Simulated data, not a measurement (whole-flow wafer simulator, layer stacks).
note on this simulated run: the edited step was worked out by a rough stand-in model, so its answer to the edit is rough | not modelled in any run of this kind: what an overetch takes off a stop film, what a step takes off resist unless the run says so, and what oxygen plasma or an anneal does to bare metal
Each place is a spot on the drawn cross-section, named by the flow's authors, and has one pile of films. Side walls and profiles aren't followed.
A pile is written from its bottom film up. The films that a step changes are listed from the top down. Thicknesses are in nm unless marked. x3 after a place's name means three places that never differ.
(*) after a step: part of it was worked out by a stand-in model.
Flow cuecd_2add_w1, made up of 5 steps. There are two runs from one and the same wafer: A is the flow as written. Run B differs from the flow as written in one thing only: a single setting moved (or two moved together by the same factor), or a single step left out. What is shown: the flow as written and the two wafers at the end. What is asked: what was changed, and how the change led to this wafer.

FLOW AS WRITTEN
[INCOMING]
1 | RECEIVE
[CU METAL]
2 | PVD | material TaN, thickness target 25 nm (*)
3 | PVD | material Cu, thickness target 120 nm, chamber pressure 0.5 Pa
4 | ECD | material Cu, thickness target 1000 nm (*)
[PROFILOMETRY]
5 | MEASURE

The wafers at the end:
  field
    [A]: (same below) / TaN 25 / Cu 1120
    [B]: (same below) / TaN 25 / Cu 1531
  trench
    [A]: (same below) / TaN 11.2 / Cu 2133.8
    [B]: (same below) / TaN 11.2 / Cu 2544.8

The reason: step 4, ECD: thickness target 1411 nm was run, whereas the flow has thickness target 1000 nm.

How this came from the change, step by step:
  4 | ECD | material Cu, thickness target 1000 nm (*)
      field: A +1000 Cu | B +1411 Cu
      trench: A +2080.2 Cu | B +2491.2 Cu
